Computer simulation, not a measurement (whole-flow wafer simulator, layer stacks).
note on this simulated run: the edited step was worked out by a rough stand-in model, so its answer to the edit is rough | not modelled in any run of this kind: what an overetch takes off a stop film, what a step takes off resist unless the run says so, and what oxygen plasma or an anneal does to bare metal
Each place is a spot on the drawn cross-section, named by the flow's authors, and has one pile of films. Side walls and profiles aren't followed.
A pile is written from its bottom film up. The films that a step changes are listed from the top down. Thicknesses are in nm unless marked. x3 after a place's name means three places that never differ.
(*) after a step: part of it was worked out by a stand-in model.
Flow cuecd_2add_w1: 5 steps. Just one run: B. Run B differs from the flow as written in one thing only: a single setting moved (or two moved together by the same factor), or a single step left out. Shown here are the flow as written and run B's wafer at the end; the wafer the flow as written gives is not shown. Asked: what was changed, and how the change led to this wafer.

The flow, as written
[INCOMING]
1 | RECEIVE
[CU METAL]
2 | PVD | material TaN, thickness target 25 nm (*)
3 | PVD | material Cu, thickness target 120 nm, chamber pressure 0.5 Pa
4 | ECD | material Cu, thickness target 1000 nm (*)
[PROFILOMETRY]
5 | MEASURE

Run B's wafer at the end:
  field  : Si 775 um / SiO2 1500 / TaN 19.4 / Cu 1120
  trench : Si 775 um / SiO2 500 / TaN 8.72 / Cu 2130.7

Cause: step 2, PVD: thickness target 19.4 nm was run, whereas the flow has thickness target 25 nm.
The wafer lets one read it off: field has TaN 19.4, and step 2 as written asks for 25 nm.

Step by step, how the change led to this:
  2 | PVD | material TaN, thickness target 25 nm (*)
      field: +19.4 TaN (new film) (in the flow as written it would be: +25 TaN (new film))
      trench: +8.72 TaN (new film) (in the flow as written it would be: +11.2 TaN (new film))
